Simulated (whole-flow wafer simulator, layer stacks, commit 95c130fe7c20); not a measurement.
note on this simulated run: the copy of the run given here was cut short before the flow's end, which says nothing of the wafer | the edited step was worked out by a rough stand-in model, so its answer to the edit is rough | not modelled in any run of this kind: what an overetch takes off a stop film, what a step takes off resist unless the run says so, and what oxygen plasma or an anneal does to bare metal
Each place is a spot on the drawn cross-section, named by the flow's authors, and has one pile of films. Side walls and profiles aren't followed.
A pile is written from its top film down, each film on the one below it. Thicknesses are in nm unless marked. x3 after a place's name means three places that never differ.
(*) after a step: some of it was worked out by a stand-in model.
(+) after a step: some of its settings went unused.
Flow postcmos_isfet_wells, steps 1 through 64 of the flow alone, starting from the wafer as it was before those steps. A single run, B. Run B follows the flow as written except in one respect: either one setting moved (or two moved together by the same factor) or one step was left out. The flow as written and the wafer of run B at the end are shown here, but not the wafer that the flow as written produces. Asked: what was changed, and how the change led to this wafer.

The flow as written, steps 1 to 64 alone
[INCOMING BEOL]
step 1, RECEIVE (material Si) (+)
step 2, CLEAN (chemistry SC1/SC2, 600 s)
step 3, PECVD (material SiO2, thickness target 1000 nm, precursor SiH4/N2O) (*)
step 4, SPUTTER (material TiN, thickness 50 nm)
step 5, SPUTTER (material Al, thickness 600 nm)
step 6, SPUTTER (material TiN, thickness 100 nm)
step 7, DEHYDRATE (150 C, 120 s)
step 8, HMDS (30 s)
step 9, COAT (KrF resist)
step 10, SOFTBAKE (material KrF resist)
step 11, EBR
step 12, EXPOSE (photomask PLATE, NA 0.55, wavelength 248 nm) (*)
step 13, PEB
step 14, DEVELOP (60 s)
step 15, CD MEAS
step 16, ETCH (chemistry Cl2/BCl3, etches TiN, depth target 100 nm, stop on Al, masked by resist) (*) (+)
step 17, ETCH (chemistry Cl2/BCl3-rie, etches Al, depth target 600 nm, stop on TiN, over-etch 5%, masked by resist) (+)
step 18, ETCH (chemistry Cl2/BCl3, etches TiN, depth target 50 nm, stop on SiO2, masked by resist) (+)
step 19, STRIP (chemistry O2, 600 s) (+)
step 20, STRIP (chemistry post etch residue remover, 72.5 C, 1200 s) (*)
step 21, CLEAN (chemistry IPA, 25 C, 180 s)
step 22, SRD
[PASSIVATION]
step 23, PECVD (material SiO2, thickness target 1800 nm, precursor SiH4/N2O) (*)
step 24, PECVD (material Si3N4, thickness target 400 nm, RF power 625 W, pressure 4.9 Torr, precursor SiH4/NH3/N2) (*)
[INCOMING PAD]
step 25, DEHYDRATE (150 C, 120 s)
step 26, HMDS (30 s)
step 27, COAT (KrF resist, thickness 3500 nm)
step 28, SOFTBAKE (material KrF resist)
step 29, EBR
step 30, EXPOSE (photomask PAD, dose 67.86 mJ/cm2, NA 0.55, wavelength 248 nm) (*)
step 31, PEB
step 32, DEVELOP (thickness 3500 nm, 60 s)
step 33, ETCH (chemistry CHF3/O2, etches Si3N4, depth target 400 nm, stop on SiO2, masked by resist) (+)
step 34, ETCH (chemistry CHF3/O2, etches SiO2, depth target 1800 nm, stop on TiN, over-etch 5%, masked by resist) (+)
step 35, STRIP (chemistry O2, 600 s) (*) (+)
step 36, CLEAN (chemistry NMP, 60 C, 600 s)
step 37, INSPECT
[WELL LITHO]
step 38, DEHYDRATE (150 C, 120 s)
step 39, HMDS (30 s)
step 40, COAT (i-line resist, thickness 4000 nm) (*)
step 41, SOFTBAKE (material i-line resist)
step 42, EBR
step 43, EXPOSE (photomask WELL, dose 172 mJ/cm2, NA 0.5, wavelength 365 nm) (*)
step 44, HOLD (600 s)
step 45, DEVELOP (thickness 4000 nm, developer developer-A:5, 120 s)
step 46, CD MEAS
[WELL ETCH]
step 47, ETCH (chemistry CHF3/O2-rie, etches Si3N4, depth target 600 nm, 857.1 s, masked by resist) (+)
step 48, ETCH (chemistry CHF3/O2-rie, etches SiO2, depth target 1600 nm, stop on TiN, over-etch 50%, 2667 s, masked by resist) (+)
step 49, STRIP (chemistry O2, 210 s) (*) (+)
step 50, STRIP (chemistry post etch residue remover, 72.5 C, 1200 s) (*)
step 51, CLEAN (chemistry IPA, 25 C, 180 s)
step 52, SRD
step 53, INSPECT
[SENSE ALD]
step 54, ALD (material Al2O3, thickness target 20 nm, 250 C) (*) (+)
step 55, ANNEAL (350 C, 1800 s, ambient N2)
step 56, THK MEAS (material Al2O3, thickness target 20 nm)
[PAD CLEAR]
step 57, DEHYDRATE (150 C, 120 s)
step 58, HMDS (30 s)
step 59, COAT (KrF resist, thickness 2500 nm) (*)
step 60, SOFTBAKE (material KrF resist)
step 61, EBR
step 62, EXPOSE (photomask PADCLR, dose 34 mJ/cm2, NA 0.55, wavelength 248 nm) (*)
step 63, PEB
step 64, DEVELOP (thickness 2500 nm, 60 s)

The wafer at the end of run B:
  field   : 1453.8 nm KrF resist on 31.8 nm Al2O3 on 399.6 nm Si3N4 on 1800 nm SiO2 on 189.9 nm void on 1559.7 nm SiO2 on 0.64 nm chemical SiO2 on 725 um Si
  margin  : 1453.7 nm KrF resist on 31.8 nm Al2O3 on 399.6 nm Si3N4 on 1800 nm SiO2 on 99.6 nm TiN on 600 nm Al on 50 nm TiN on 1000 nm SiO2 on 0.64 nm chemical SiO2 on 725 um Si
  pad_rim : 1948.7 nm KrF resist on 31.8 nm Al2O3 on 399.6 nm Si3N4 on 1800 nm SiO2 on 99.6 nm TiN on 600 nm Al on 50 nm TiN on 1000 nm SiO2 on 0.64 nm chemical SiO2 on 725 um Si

What caused this: step 54, ALD: thickness target 31.8 nm was run, whereas the flow has thickness target 20 nm.
The wafer itself shows it: field has Al2O3 31.8, and step 54 as written asks for 20 nm.

How this came from the change, step by step:
  step 54, ALD (material Al2O3, thickness target 20 nm, 250 C) (*) (+)
      field, margin, well900, well1300 x3, pad_rim, pad_clr, pad_open: +31.8 Al2O3 (new film) (as written it would have been: +20 Al2O3 (new film))
